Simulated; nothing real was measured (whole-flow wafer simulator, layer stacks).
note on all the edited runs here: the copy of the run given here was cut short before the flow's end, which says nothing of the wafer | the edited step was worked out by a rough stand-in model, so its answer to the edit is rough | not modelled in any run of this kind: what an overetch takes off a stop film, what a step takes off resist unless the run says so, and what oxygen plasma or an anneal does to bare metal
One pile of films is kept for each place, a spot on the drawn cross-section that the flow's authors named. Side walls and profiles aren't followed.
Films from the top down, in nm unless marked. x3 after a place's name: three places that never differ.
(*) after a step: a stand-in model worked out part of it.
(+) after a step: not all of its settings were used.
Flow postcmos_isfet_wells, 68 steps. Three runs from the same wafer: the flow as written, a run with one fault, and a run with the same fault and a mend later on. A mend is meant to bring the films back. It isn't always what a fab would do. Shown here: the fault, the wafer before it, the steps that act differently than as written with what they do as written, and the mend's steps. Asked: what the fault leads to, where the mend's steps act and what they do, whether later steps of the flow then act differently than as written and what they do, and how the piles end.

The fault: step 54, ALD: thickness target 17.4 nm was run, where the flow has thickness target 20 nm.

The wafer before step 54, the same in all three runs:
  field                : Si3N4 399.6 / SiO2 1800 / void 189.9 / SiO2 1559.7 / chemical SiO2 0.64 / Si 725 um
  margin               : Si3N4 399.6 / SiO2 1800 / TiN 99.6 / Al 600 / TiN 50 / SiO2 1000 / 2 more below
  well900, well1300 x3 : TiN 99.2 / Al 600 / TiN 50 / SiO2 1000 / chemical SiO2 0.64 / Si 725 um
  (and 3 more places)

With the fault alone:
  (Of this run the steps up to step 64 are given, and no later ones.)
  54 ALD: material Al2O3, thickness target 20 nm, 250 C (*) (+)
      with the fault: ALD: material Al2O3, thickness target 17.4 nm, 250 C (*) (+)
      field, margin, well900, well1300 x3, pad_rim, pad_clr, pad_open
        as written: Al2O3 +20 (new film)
        with the fault: Al2O3 +17.4 (new film)
  No later step of the flow up to step 64 acts differently than as written, at any place that is followed, by more than 2% or 0.5 nm, whichever is larger.
  After step 64 the piles differ from the flow's by more than 2% or 0.5 nm, whichever is larger, at field, margin, pad_rim, pad_clr, pad_open.
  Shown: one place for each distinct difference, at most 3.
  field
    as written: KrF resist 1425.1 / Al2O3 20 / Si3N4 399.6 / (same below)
    with the fault: KrF resist 1418.6 / Al2O3 17.4 / Si3N4 399.6 / (same below)
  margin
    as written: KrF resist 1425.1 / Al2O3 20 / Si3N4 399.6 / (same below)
    with the fault: KrF resist 1418.5 / Al2O3 17.4 / Si3N4 399.6 / (same below)
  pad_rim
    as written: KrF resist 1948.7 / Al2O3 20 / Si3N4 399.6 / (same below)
    with the fault: KrF resist 1948.7 / Al2O3 17.4 / Si3N4 399.6 / (same below)

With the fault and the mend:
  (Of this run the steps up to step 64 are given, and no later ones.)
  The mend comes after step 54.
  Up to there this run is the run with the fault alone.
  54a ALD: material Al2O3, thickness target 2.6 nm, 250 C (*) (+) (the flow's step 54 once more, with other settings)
      field, margin, well900, well1300 x3, pad_rim, pad_clr, pad_open
        Al2O3 +2.6
  No later step of the flow up to step 64 acts differently than as written at any place that is followed.
  After step 64 the piles are the same as the flow's at every place that both follow.
